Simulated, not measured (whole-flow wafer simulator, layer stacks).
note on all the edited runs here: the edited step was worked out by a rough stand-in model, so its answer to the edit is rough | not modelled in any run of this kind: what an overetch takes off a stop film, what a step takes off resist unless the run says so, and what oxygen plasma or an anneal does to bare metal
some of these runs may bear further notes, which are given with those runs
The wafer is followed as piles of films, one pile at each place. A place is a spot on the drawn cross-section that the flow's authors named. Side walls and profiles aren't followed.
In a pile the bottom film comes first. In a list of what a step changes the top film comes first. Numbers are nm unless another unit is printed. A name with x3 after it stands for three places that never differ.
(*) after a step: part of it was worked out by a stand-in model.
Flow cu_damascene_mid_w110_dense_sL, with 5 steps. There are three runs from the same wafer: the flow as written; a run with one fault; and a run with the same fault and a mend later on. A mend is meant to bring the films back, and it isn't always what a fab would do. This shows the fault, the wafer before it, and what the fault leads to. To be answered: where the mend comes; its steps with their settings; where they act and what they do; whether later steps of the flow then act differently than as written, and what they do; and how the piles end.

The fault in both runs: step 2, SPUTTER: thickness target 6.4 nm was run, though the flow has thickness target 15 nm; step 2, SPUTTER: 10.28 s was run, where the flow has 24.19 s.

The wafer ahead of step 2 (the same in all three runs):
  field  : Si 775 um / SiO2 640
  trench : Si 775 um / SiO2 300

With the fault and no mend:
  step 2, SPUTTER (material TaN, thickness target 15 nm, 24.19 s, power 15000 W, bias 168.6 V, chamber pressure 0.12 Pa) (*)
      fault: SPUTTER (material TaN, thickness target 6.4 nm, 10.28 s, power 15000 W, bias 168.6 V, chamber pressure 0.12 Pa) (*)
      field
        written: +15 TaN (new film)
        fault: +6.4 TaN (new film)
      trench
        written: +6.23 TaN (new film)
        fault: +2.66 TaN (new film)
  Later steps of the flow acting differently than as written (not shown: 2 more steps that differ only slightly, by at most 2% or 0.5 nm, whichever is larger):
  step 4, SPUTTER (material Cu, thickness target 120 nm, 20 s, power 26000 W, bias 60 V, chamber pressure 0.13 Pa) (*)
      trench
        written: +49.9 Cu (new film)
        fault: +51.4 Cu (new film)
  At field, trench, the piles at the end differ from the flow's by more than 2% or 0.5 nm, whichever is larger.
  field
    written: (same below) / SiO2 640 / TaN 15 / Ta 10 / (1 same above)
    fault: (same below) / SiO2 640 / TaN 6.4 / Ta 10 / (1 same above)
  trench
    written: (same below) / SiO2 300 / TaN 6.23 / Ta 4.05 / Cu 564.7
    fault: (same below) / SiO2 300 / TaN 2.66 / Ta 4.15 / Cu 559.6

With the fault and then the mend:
  After step 2 comes the mend.
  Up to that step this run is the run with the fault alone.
  step 2a, SPUTTER (material TaN, thickness target 8.6 nm, 13.87 s, power 15000 W, bias 168.6 V, chamber pressure 0.12 Pa) (*) (the flow's step 2, run once more with other settings)
      field
        +8.6 TaN
      trench
        +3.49 TaN
  None of the later steps of the flow differs from how it acts as written, at any place that is followed, by more than 2% or 0.5 nm, whichever is larger.
  The piles end only slightly different from the flow's at the places that both follow, by no more than 2% or 0.5 nm, whichever is larger.
